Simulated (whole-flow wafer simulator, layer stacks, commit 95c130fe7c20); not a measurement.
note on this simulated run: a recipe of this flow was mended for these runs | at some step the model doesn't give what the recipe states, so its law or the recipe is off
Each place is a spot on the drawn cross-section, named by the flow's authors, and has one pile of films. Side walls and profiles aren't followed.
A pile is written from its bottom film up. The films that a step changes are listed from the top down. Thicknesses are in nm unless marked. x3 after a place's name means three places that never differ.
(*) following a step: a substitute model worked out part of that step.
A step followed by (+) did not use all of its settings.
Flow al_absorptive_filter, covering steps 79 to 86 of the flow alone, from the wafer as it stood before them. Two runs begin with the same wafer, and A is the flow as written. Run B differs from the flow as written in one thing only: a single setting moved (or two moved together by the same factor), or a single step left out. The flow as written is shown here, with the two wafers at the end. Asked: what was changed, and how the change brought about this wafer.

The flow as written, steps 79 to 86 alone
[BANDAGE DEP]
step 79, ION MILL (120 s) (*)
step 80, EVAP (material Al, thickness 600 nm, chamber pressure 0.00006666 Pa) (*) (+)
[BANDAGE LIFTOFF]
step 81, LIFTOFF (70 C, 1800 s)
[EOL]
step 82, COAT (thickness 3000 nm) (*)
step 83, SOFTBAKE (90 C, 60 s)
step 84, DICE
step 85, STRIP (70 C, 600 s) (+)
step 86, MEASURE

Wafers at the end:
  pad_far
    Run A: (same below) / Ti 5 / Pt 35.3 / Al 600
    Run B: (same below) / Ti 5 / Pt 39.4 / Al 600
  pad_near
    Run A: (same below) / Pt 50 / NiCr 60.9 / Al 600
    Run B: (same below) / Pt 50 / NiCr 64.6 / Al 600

Cause: step 79, ION MILL: 87 s was run, while the flow as written has 120 s.

How this came from the change, step by step:
  step 79, ION MILL (120 s) (*)
      gnd, ledge, res and 9 more: A -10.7 i-line-resist | B -7.73 i-line-resist
      pad_far: A -14.7 Pt | B -10.6 Pt
      (as well as at 1 more place)
